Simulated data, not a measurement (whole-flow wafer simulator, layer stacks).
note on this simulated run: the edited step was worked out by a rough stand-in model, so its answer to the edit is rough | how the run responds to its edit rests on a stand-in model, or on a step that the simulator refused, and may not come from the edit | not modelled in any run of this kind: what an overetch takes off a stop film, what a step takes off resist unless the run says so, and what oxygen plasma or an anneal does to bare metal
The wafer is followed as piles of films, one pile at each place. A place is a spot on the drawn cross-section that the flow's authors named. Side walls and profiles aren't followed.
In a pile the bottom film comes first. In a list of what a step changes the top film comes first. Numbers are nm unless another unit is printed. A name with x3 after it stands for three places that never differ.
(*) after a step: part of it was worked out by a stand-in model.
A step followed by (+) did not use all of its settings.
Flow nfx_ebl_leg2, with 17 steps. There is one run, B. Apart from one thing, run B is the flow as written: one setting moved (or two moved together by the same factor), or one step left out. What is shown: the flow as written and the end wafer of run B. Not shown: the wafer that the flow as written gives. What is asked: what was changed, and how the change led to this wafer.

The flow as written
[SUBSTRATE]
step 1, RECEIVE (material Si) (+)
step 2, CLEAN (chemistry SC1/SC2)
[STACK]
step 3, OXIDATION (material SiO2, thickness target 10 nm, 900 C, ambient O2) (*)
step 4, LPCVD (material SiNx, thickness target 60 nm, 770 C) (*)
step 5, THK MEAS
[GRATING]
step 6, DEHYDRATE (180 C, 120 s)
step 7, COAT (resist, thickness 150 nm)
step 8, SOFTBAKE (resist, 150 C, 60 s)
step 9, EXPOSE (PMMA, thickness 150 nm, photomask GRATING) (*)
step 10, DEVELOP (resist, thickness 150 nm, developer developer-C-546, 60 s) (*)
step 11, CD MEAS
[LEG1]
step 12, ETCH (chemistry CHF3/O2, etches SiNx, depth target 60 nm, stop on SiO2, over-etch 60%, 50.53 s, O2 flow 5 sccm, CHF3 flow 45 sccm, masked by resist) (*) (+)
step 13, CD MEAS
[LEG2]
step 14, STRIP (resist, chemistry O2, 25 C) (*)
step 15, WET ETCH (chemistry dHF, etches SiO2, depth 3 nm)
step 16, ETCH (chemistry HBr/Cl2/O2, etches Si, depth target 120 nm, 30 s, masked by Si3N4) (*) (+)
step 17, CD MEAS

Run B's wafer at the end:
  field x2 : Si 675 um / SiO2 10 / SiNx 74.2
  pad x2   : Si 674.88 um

The reason: step 4, LPCVD: thickness target 81 nm was run, though the flow has thickness target 60 nm.

How this came from the change, step by step:
  step 4, LPCVD (material SiNx, thickness target 60 nm, 770 C) (*)
      field x2, pad x2: SiNx gains 81 (new film) (it would be, as written: SiNx gains 60 (new film))
  step 12, ETCH (chemistry CHF3/O2, etches SiNx, depth target 60 nm, stop on SiO2, over-etch 60%, 50.53 s, O2 flow 5 sccm, CHF3 flow 45 sccm, masked by resist) (*) (+)
      pad x2: SiNx loses 81 (all of it), SiO2 loses 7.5 (it would be, as written: SiNx loses 60 (all of it), SiO2 loses 10 (all of it))
  step 14, STRIP (resist, chemistry O2, 25 C) (*)
      pad x2: nothing (it would be, as written: chemical SiO2 gains 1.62 (new film), Si loses 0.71)
  step 15, WET ETCH (chemistry dHF, etches SiO2, depth 3 nm)
      pad x2: SiO2 loses 2.5 (all of it) (it would be, as written: chemical SiO2 loses 1.62 (all of it))
